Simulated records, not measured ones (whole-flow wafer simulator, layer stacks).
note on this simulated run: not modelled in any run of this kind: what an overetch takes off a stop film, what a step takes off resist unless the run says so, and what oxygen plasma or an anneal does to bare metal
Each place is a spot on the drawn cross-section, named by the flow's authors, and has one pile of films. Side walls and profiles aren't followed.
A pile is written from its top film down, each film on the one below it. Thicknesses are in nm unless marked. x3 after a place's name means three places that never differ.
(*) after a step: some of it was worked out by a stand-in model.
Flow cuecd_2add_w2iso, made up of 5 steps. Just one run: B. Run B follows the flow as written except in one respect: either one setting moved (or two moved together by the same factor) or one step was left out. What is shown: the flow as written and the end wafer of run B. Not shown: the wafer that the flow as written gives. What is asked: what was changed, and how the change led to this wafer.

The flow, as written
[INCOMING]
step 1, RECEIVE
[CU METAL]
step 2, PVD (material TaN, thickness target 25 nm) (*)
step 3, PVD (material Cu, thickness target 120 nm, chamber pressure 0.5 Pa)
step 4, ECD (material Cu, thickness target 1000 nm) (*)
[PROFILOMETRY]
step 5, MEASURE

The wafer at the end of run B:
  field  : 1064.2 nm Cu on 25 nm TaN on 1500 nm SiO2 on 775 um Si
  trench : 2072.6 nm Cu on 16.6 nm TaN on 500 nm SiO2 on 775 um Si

What caused this: step 3, PVD: thickness target 64.2 nm was run, though the flow has thickness target 120 nm.

Step by step, how the change led to this:
  step 3, PVD (material Cu, thickness target 120 nm, chamber pressure 0.5 Pa)
      field: +64.2 Cu (new film) (it would be, as written: +120 Cu (new film))
      trench: +43.4 Cu (new film) (it would be, as written: +80.8 Cu (new film))
